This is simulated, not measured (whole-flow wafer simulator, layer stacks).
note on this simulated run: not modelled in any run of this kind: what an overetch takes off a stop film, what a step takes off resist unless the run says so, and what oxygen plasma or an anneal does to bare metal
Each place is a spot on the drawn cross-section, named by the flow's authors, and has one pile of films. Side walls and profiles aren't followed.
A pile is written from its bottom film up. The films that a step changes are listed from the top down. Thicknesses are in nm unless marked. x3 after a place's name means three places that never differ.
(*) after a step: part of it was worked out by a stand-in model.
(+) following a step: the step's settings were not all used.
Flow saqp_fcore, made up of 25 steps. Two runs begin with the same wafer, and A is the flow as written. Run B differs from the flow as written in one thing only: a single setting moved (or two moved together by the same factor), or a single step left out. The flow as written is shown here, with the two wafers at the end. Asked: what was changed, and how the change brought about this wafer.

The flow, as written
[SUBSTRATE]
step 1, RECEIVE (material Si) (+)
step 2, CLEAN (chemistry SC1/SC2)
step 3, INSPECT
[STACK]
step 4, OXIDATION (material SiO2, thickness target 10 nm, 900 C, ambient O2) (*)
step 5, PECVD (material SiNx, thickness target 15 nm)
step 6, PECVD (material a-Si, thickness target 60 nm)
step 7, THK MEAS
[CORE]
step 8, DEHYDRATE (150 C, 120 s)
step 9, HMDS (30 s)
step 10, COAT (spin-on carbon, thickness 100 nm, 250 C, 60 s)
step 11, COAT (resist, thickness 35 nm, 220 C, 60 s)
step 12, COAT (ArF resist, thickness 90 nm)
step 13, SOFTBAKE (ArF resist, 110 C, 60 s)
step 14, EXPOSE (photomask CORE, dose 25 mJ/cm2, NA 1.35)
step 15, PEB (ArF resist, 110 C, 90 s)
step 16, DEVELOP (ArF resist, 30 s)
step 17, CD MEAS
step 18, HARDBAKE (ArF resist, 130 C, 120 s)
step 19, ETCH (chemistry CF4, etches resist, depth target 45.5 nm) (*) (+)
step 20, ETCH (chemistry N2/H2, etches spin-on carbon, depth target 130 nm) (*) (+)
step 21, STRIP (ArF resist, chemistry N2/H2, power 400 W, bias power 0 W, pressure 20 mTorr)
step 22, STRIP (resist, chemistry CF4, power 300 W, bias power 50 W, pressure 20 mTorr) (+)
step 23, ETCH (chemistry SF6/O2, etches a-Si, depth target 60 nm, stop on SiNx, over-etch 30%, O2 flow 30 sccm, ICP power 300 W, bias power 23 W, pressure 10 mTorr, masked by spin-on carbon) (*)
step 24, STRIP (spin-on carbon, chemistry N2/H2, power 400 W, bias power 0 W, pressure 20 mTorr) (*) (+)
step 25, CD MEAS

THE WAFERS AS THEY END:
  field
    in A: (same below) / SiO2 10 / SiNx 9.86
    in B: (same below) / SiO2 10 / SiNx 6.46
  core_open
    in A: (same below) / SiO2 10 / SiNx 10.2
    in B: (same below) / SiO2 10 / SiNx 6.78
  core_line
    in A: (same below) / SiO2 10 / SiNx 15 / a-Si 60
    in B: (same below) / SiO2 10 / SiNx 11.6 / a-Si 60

The reason: step 5, PECVD: thickness target 11.6 nm was run, whereas the flow has thickness target 15 nm.
The wafer lets one read it off: core_line has SiNx 11.6, and step 5 as written asks for 15 nm.

Step by step, how the change led to this:
  step 5, PECVD (material SiNx, thickness target 15 nm)
      field, core_open, core_line: A SiNx gains 15 (new film) | B SiNx gains 11.6 (new film)
